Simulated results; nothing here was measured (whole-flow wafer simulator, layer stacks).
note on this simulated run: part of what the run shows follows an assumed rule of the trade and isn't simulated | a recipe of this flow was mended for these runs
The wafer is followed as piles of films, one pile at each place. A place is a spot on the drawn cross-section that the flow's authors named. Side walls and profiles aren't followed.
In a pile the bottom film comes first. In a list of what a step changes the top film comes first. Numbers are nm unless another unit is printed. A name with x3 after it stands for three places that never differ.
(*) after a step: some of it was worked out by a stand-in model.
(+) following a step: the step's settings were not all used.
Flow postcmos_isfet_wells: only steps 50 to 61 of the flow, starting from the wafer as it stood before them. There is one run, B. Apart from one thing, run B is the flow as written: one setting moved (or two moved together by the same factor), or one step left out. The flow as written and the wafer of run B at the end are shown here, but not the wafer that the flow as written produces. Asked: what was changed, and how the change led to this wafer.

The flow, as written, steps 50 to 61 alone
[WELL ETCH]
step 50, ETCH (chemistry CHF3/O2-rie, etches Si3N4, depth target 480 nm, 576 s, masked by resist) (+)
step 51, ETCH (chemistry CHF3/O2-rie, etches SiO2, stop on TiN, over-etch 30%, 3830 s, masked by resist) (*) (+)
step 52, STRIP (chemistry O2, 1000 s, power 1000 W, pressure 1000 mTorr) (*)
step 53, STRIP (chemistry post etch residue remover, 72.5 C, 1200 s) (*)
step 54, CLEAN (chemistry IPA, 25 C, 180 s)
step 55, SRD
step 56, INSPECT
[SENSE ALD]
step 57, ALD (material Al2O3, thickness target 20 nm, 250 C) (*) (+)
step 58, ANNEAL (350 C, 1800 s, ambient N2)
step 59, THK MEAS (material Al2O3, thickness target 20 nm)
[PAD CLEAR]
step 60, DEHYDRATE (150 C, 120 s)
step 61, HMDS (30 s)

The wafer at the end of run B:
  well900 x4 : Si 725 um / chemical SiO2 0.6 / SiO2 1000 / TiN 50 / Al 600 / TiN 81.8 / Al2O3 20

Cause: step 51, ETCH: over-etch 25.2% was run, though the flow has over-etch 30%.

Step by step, how the change led to this:
  step 51, ETCH (chemistry CHF3/O2-rie, etches SiO2, stop on TiN, over-etch 30%, 3830 s, masked by resist) (*) (+)
      well900 x4: SiO2 loses 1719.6 (all of it), TiN loses 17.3 (as written it would have been: SiO2 loses 1719.6 (all of it), TiN loses 20.6)
